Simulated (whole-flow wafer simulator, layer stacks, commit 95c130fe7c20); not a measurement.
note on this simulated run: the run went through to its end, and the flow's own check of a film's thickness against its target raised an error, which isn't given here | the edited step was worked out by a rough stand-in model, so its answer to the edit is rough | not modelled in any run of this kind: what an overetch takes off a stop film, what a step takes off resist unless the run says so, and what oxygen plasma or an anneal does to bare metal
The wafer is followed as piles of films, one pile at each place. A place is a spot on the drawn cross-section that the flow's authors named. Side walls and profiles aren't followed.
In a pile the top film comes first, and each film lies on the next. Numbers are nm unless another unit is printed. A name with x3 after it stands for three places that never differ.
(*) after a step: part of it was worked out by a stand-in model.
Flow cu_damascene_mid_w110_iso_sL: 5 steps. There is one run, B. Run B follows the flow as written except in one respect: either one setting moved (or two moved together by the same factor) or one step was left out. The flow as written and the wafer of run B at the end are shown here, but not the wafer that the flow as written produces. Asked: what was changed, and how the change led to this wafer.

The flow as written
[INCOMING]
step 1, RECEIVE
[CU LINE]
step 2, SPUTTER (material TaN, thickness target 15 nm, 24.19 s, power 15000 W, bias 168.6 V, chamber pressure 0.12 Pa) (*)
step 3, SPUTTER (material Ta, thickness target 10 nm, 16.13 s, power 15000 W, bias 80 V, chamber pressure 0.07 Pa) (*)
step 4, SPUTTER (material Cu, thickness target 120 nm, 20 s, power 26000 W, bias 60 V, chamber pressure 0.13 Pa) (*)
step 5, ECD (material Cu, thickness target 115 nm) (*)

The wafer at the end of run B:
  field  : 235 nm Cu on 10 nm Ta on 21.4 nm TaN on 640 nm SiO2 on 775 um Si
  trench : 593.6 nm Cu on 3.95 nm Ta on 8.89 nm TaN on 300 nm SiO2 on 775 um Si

Cause: step 2, SPUTTER: thickness target 21.4 nm was run, while the flow as written has thickness target 15 nm; step 2, SPUTTER: 34.47 s was run, where the flow has 24.19 s.
The wafer lets one read it off: field has TaN 21.4, and step 2 as written asks for 15 nm.

How this came from the change, step by step:
  step 2, SPUTTER (material TaN, thickness target 15 nm, 24.19 s, power 15000 W, bias 168.6 V, chamber pressure 0.12 Pa) (*)
      field: +21.4 TaN (new film) (as written it would have been: +15 TaN (new film))
      trench: +8.89 TaN (new film) (as written it would have been: +6.23 TaN (new film))
  step 4, SPUTTER (material Cu, thickness target 120 nm, 20 s, power 26000 W, bias 60 V, chamber pressure 0.13 Pa) (*)
      trench: +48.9 Cu (new film) (as written it would have been: +49.9 Cu (new film))
